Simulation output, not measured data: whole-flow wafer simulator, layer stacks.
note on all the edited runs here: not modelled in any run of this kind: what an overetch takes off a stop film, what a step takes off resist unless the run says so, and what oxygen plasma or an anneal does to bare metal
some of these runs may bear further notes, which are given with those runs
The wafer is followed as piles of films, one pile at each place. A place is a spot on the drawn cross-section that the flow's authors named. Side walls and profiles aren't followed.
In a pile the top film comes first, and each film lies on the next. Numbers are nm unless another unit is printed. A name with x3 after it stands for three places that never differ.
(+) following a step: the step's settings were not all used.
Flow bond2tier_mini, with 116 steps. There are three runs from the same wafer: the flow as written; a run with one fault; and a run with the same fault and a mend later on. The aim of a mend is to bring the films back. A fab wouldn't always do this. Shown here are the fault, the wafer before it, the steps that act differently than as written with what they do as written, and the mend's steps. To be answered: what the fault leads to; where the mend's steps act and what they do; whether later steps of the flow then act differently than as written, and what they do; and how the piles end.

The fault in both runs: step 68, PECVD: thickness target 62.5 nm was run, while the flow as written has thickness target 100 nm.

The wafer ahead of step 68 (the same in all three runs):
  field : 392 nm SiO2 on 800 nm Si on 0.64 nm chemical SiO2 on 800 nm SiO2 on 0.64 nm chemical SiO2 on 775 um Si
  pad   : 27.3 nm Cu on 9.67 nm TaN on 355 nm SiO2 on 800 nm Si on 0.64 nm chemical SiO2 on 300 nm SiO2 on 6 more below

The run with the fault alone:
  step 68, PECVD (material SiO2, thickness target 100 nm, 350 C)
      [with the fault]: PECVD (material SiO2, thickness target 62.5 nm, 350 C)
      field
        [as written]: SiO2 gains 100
        [with the fault]: SiO2 gains 62.5
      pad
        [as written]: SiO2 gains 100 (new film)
        [with the fault]: SiO2 gains 62.5 (new film)
  Later steps of the flow acting differently than as written (2 other steps are not shown; they differ only slightly, by no more than 2% or 0.5 nm, whichever is larger):
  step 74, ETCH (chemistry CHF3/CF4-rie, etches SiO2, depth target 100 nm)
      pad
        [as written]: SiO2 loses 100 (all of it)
        [with the fault]: SiO2 loses 62.5 (all of it), Cu loses 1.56
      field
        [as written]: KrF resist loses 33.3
        [with the fault]: KrF resist loses 31.2
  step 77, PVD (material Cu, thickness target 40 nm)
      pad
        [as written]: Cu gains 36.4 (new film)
        [with the fault]: Cu gains 37.7 (new film)
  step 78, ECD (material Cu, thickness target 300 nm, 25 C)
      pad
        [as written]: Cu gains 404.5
        [with the fault]: Cu gains 366.9
  The piles end different from the flow's at field, pad by more than 2% or 0.5 nm, whichever is larger.
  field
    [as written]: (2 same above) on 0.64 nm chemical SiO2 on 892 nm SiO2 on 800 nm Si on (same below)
    [with the fault]: (2 same above) on 0.64 nm chemical SiO2 on 854.5 nm SiO2 on 800 nm Si on (same below)
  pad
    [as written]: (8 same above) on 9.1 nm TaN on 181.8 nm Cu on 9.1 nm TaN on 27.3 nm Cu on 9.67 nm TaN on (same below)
    [with the fault]: (8 same above) on 9.1 nm TaN on 145.5 nm Cu on 9.47 nm TaN on 25.8 nm Cu on 9.67 nm TaN on (same below)

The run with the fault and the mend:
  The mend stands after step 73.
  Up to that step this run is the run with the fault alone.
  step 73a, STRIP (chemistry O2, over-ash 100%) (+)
      field
        KrF resist loses 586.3 (all of it)
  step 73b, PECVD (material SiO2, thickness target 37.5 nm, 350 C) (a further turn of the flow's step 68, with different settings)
      field, pad
        SiO2 gains 37.5
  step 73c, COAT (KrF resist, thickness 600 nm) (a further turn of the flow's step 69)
      field, pad
        KrF resist gains 600 (new film)
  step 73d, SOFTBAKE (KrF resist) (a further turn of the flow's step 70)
      leaves every film unchanged at each place that is followed
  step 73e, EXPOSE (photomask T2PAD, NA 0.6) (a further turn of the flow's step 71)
      leaves every film unchanged at each place that is followed
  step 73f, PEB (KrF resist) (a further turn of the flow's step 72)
      leaves every film unchanged at each place that is followed
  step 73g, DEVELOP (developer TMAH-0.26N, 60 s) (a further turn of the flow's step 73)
      field
        KrF resist loses 13.7
      pad
        KrF resist loses 600 (all of it)
  Later steps of the flow that are run all act as written at every place that is followed.
  The piles end the same as the flow's at every place that both follow.
